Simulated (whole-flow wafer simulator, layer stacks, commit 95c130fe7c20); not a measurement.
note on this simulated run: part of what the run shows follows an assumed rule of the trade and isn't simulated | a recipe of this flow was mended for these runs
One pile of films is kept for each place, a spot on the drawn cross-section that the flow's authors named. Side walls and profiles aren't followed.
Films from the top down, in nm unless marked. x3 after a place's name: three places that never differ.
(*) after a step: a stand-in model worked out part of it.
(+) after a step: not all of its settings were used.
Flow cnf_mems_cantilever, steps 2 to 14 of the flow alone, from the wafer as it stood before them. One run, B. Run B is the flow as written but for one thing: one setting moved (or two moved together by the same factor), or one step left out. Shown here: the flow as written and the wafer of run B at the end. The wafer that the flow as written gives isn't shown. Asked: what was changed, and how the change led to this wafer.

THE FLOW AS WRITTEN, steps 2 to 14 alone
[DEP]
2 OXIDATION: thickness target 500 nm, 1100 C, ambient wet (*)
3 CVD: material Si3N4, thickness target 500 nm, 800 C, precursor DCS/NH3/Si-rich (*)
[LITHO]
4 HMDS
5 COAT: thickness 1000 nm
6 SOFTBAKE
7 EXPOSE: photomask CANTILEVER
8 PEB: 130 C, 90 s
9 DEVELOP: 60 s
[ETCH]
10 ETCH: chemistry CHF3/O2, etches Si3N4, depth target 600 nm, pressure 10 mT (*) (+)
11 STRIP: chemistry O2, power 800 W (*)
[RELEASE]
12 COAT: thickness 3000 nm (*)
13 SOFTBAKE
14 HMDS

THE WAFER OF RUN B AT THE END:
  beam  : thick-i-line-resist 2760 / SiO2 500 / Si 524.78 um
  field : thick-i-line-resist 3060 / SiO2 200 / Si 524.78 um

The cause: step 3, CVD: 320 C was run, where the flow has 800 C.

How the change led to this, step by step:
  3 CVD: material Si3N4, thickness target 500 nm, 800 C, precursor DCS/NH3/Si-rich (*)
      field, beam: nothing (as written it would be: Si3N4 +500 (new film))
  10 ETCH: chemistry CHF3/O2, etches Si3N4, depth target 600 nm, pressure 10 mT (*) (+)
      field: SiO2 -300 (as written it would be: Si3N4 -500 (all of it), SiO2 -50)
  12 COAT: thickness 3000 nm (*)
      beam: thick-i-line-resist +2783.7 (new film) (as written it would be: thick-i-line-resist +2607.6 (new film))
  13 SOFTBAKE
      field: thick-i-line-resist +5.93 (as written it would be: thick-i-line-resist +11.9)
      beam: thick-i-line-resist -23.7 (as written it would be: thick-i-line-resist -47.6)
